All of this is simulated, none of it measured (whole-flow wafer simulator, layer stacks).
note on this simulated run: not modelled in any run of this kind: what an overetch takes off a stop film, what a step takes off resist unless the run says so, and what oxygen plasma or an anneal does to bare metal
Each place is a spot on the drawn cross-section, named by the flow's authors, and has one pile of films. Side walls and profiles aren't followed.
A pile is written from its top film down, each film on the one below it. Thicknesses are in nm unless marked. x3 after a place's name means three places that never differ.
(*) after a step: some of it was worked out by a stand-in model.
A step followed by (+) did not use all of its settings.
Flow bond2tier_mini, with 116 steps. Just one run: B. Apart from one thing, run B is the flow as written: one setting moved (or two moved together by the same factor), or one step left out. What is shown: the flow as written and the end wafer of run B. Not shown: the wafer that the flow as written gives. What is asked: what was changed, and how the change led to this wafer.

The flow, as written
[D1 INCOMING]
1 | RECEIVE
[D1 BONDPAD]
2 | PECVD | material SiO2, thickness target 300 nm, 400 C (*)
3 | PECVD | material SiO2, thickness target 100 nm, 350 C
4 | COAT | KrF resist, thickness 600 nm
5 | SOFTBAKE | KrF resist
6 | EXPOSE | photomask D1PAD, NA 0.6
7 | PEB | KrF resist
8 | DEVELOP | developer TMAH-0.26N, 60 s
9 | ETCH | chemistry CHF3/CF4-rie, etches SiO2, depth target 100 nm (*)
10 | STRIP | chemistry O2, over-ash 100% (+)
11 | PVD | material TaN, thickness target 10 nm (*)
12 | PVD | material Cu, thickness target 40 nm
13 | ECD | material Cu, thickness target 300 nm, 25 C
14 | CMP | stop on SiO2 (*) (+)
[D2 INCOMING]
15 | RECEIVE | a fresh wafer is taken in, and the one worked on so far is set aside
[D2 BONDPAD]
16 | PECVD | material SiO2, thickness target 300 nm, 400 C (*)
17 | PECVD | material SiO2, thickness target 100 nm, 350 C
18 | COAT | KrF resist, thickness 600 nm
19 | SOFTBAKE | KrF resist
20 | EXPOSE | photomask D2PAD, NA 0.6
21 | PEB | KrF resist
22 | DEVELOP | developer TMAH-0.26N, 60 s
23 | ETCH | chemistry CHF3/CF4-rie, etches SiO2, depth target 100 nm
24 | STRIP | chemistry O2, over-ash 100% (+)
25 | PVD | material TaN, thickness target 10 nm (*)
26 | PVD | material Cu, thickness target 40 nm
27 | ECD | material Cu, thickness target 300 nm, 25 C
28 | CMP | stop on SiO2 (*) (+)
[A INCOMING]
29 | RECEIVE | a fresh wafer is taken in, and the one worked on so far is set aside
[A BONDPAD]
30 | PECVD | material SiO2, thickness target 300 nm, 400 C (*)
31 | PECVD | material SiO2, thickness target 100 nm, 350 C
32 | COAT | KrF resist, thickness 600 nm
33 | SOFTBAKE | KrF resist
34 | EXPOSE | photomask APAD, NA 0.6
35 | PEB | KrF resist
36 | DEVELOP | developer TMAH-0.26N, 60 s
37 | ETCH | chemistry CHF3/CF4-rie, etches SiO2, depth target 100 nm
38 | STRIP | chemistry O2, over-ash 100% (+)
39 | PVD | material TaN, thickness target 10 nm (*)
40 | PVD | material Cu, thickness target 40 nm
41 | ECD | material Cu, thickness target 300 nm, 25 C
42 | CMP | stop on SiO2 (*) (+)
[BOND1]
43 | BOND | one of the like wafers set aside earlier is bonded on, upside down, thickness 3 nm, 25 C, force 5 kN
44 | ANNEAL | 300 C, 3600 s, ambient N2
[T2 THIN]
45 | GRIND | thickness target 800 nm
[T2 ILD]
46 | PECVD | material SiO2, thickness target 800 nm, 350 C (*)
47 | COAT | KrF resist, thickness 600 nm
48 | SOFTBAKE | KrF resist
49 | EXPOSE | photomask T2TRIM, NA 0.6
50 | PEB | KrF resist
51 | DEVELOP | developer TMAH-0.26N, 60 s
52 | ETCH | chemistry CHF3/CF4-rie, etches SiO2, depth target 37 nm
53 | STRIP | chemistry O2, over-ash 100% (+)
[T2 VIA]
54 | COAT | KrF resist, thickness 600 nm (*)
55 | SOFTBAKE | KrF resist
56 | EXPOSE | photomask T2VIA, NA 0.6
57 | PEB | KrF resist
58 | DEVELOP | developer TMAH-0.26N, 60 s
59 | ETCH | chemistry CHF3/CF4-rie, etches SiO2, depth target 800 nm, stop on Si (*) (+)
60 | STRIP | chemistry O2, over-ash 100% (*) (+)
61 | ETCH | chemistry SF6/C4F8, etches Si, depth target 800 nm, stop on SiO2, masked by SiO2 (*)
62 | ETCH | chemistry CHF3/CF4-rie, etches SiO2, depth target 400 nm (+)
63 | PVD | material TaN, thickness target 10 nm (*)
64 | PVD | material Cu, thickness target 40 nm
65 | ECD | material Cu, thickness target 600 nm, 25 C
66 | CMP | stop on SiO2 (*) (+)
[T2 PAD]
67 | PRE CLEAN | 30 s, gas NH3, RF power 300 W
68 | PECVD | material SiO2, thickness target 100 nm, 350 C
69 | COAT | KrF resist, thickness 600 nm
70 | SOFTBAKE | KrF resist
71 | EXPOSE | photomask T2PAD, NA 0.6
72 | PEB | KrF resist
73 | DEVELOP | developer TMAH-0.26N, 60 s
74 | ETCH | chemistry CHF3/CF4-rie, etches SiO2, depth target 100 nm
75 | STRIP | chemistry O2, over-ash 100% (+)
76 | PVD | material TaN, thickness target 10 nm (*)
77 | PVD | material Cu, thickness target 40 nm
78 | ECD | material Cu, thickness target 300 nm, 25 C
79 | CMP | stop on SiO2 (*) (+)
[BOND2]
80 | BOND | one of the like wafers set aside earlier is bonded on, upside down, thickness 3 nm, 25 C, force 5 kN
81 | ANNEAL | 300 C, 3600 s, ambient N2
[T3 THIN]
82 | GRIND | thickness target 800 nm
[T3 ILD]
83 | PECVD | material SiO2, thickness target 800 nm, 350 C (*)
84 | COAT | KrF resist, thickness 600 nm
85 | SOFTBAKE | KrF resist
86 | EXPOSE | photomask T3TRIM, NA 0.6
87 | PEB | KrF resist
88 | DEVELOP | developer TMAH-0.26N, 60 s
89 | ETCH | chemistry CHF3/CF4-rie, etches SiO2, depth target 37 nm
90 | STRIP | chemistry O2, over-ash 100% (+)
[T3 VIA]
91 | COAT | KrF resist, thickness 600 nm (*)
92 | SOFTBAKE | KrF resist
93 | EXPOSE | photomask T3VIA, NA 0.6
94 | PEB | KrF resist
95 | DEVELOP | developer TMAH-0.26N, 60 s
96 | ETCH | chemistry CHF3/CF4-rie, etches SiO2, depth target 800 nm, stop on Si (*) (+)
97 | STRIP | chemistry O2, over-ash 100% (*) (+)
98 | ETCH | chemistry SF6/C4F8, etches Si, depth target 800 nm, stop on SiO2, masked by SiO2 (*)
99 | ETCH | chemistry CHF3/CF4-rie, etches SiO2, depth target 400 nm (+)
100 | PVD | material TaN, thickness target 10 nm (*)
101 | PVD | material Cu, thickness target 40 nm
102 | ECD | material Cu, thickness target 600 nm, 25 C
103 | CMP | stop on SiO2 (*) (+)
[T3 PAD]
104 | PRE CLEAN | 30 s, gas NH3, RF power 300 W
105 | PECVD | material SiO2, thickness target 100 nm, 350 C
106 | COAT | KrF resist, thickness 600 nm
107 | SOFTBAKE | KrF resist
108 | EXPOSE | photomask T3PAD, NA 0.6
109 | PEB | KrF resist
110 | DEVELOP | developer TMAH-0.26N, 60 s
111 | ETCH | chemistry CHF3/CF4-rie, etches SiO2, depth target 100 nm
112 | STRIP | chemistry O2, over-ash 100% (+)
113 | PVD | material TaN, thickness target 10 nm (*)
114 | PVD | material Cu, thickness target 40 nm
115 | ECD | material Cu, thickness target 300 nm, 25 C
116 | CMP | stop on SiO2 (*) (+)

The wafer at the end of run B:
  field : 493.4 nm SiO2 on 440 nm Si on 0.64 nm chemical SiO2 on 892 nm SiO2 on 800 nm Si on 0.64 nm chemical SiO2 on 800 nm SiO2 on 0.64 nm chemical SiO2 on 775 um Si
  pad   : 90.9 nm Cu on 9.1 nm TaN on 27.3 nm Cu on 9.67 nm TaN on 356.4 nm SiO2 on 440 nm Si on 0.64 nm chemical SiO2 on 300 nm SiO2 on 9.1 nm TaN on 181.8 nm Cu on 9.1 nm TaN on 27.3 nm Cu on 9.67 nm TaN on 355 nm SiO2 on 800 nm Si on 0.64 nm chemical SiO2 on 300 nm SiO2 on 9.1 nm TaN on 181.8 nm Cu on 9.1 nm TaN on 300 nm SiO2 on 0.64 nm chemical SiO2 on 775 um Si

The reason: step 82, GRIND: thickness target 440 nm was run, while the flow as written has thickness target 800 nm.
One can read it off the wafer: field has Si 440, and step 82 as written asks for 800 nm.

Step by step, how the change led to this:
  82 | GRIND | thickness target 800 nm
      field, pad: Si loses 774.56 um (as written it would have been: Si loses 774.2 um)
  98 | ETCH | chemistry SF6/C4F8, etches Si, depth target 800 nm, stop on SiO2, masked by SiO2 (*)
      field, pad: SiO2 loses 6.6 (as written it would have been: SiO2 loses 8)
